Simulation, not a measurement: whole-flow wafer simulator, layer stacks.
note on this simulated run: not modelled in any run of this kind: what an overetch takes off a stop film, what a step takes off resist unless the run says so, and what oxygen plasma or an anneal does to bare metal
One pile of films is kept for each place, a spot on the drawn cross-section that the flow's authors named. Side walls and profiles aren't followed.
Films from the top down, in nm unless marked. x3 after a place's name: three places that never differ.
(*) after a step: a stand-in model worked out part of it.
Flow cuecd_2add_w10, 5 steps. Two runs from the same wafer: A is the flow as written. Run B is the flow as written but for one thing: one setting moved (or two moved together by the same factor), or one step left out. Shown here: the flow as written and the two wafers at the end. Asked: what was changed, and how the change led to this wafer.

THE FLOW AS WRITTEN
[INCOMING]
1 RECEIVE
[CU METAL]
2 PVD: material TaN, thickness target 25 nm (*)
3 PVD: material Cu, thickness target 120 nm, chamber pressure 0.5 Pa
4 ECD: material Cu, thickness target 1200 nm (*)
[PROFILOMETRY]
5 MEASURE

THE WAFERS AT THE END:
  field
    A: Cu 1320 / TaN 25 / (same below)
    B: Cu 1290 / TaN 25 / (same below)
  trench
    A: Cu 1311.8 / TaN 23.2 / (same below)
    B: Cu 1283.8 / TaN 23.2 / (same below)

The cause: step 3, PVD: thickness target 90 nm was run, where the flow has thickness target 120 nm.

How the change led to this, step by step:
  3 PVD: material Cu, thickness target 120 nm, chamber pressure 0.5 Pa
      field: A Cu +120 (new film) | B Cu +90 (new film)
      trench: A Cu +111.8 (new film) | B Cu +83.8 (new film)
